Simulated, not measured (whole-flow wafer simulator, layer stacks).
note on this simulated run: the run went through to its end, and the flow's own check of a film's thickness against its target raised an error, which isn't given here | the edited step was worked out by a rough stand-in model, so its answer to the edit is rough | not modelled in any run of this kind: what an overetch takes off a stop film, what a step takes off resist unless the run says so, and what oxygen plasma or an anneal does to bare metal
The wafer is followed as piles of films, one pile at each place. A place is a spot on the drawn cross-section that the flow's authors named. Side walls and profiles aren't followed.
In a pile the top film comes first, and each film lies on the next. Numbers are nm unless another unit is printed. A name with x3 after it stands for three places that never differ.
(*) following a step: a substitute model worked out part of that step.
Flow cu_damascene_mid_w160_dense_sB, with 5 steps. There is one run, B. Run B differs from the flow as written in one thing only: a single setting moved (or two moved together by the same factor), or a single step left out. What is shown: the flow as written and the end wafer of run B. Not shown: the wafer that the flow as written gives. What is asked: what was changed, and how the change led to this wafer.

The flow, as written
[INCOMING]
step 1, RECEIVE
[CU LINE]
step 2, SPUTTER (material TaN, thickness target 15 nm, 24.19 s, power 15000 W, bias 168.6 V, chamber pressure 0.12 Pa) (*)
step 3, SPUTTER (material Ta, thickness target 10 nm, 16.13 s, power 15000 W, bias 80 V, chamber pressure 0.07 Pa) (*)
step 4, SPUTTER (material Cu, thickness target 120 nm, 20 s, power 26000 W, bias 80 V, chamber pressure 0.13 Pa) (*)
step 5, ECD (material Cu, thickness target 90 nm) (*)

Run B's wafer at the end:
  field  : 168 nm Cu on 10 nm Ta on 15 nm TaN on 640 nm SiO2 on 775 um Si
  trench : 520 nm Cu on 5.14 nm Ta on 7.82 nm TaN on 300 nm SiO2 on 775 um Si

The reason: step 4, SPUTTER: thickness target 78 nm was run, whereas the flow has thickness target 120 nm; step 4, SPUTTER: 13 s was run, where the flow has 20 s.

The path from the change to this, step by step:
  step 4, SPUTTER (material Cu, thickness target 120 nm, 20 s, power 26000 W, bias 80 V, chamber pressure 0.13 Pa) (*)
      field: +78 Cu (new film) (as written it would have been: +120 Cu (new film))
      trench: +40.3 Cu (new film) (as written it would have been: +62 Cu (new film))
  step 5, ECD (material Cu, thickness target 90 nm) (*)
      trench: +479.7 Cu (as written it would have been: +500 Cu)
